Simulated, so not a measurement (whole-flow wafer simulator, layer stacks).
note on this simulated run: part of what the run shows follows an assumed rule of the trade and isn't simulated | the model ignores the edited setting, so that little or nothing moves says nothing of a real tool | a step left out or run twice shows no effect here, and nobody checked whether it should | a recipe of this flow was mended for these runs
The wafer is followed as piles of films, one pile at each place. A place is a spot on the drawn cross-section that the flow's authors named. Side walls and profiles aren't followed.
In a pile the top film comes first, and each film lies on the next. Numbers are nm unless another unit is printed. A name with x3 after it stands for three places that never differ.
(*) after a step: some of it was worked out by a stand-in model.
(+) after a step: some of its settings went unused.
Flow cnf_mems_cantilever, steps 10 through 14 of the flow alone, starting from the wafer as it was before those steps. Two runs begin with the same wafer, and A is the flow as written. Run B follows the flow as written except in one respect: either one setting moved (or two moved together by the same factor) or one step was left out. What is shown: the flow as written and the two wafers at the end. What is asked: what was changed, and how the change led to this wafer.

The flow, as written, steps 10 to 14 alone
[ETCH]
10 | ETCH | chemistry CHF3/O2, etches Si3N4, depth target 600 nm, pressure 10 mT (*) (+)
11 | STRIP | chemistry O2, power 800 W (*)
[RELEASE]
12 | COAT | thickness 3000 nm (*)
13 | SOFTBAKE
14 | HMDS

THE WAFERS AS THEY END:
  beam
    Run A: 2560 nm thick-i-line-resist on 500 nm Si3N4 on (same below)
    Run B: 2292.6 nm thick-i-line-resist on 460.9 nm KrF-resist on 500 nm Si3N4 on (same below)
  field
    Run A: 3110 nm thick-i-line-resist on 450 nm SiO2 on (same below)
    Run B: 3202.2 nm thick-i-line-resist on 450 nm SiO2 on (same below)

The reason: step 11, STRIP: chemistry O2, power 800 W (*), was not run.

The path from the change to this, step by step:
  12 | COAT | thickness 3000 nm (*)
      field: A +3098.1 thick-i-line-resist (new film) | B +3176.8 thick-i-line-resist (new film)
      beam: A +2607.6 thick-i-line-resist (new film) | B +2292.6 thick-i-line-resist (new film)
  13 | SOFTBAKE
      beam: A -47.6 thick-i-line-resist | B nothing
      field: A +11.9 thick-i-line-resist | B +25.3 thick-i-line-resist
